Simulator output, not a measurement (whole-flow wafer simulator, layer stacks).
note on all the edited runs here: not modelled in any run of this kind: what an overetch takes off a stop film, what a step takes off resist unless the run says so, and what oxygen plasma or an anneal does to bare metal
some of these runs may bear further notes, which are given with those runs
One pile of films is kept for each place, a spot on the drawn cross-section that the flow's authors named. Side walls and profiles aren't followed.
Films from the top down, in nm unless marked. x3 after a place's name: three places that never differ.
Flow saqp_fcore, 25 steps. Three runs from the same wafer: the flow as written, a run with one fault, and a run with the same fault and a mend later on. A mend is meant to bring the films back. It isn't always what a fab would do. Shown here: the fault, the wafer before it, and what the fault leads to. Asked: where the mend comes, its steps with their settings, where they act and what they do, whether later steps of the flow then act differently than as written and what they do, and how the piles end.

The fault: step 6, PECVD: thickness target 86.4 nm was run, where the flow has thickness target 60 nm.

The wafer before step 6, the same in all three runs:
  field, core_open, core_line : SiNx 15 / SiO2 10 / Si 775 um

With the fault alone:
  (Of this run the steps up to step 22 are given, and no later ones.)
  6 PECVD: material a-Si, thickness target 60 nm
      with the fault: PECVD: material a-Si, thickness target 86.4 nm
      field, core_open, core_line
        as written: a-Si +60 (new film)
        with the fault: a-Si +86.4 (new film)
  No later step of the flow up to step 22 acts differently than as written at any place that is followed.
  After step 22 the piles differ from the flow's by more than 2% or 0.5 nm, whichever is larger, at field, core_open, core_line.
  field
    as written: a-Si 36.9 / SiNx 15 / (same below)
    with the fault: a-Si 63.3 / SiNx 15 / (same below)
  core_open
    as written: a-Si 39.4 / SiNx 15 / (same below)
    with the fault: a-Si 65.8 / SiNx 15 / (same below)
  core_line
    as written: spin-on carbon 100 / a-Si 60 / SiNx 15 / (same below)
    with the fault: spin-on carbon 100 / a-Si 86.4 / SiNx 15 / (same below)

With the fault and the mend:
  The mend comes after step 7.
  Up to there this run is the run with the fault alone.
  7a ETCH: chemistry tmah, depth target 99.36 nm
      field, core_open, core_line
        a-Si -86.4 (all of it)
  7b PECVD: material a-Si, thickness target 60 nm (the flow's step 6 once more)
      field, core_open, core_line
        a-Si +60 (new film)
  No later step of the flow acts differently than as written at any place that is followed.
  At the end the piles are the same as the flow's at every place that both follow.
